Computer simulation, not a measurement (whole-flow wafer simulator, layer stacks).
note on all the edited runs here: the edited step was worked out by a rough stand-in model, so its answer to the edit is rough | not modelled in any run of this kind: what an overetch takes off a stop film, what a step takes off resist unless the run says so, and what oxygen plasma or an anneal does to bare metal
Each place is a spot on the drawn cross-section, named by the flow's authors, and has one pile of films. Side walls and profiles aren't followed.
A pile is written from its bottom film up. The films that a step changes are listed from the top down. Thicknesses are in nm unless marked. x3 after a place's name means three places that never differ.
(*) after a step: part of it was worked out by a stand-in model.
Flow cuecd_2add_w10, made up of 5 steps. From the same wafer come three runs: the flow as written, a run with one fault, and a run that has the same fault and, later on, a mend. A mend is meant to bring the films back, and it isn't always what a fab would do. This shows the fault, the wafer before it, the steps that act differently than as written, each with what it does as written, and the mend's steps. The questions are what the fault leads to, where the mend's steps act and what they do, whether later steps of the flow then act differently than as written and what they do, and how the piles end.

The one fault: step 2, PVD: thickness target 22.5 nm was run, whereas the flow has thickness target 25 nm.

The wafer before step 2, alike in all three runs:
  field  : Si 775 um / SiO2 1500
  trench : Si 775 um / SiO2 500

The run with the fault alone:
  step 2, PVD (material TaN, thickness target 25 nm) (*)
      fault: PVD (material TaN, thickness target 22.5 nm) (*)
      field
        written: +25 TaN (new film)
        fault: +22.5 TaN (new film)
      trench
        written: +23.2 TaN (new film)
        fault: +20.9 TaN (new film)
  Later steps of the flow that are run all act as written at every place that is followed.
  By the end, the piles at field, trench depart from the flow's by more than 2% or 0.5 nm, whichever is larger.
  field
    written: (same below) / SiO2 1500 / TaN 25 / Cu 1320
    fault: (same below) / SiO2 1500 / TaN 22.5 / Cu 1320
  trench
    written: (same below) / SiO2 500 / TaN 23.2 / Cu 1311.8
    fault: (same below) / SiO2 500 / TaN 20.9 / Cu 1311.8

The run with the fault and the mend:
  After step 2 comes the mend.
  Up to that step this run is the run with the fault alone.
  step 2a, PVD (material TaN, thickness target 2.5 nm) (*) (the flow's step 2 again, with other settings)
      field
        +2.5 TaN
      trench
        +2.32 TaN
  Later steps of the flow that are run all act as written at every place that is followed.
  At every place that both follow, the piles at the end match the flow's.
